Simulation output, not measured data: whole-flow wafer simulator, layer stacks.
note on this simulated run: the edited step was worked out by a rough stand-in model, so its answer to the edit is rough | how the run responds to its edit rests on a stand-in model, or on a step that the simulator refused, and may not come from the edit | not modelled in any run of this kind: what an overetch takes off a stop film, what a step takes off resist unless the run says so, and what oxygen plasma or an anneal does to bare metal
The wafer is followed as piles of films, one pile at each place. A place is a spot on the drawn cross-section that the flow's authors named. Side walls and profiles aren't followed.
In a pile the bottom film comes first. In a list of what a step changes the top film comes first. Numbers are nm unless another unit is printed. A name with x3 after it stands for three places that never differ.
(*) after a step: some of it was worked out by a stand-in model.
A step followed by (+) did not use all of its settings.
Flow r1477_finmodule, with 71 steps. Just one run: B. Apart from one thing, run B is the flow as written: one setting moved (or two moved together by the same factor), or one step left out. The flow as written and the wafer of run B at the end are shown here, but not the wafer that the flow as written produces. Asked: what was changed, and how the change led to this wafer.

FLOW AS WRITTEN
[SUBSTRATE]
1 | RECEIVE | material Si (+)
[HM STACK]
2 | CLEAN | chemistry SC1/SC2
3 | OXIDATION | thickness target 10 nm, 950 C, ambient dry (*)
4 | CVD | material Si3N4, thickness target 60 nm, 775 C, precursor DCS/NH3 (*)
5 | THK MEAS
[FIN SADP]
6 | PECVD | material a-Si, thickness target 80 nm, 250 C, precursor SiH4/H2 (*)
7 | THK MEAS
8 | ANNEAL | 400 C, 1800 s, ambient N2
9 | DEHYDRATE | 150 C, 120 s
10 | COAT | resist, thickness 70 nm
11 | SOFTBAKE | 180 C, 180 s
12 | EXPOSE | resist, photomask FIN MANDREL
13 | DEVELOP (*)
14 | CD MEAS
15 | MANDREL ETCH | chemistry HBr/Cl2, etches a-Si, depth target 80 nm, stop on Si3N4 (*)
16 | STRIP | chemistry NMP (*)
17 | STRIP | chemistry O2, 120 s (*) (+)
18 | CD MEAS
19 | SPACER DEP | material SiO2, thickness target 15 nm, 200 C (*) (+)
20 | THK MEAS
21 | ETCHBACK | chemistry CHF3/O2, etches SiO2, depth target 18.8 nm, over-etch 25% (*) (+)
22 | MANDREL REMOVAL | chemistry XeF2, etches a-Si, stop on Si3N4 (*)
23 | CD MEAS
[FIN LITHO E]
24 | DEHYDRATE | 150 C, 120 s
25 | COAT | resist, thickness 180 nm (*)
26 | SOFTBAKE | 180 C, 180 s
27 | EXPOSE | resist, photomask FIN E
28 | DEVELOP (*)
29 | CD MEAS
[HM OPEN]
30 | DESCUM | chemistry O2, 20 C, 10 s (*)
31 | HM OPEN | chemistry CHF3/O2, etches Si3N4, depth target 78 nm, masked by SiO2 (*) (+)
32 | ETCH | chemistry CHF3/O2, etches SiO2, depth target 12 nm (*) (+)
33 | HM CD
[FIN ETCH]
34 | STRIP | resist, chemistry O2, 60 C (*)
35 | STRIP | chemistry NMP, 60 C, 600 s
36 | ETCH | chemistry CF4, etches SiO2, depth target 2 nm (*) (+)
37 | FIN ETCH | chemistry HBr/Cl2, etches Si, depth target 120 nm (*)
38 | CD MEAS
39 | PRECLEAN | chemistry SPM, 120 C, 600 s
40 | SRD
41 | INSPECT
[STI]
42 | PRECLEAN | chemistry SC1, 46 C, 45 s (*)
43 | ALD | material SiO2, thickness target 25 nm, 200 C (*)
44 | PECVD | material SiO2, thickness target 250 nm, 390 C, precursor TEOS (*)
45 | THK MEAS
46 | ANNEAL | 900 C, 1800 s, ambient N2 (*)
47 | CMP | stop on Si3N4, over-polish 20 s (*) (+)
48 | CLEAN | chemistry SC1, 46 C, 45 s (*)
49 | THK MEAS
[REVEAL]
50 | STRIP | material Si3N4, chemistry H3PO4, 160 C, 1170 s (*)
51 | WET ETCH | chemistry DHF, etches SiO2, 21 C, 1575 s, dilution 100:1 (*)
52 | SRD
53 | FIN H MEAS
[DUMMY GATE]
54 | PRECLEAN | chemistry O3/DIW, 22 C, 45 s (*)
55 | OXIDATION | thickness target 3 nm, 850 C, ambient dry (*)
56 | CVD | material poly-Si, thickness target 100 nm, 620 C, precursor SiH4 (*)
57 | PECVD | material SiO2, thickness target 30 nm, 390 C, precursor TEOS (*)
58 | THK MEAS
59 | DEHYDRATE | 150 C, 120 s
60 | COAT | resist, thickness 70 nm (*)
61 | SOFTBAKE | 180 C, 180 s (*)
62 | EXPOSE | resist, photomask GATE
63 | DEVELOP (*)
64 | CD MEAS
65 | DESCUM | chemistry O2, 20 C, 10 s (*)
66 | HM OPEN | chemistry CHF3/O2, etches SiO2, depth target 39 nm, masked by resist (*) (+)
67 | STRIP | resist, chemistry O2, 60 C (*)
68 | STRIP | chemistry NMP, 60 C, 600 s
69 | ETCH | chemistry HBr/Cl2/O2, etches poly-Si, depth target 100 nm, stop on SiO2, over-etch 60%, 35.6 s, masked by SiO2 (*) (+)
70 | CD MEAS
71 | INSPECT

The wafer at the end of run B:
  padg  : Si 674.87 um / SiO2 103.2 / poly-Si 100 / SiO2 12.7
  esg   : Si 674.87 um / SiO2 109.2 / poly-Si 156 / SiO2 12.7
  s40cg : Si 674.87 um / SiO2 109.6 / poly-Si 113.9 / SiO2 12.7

Cause: step 57, PECVD: thickness target 18 nm was run, whereas the flow has thickness target 30 nm.

The path from the change to this, step by step:
  57 | PECVD | material SiO2, thickness target 30 nm, 390 C, precursor TEOS (*)
      pad, padg, elg and 33 more: +18 SiO2 (new film) (in the flow as written it would be: +30 SiO2 (new film))
  66 | HM OPEN | chemistry CHF3/O2, etches SiO2, depth target 39 nm, masked by resist (*) (+)
      pad, elo, eso and 15 more: -18 SiO2 (all of it), -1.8 poly-Si (in the flow as written it would be: -30 SiO2 (all of it), -1.8 poly-Si)
      padg, elg, esg and 15 more: -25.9 resist (in the flow as written it would be: -37.4 resist)
  67 | STRIP | resist, chemistry O2, 60 C (*)
      padg, elg, esg: -27.4 resist (all of it) (in the flow as written it would be: -15.9 resist (all of it))
      e40lg, e100lg, e200lg: -24.3 resist (all of it) (in the flow as written it would be: -12.8 resist (all of it))
      (and at 12 other places as well)
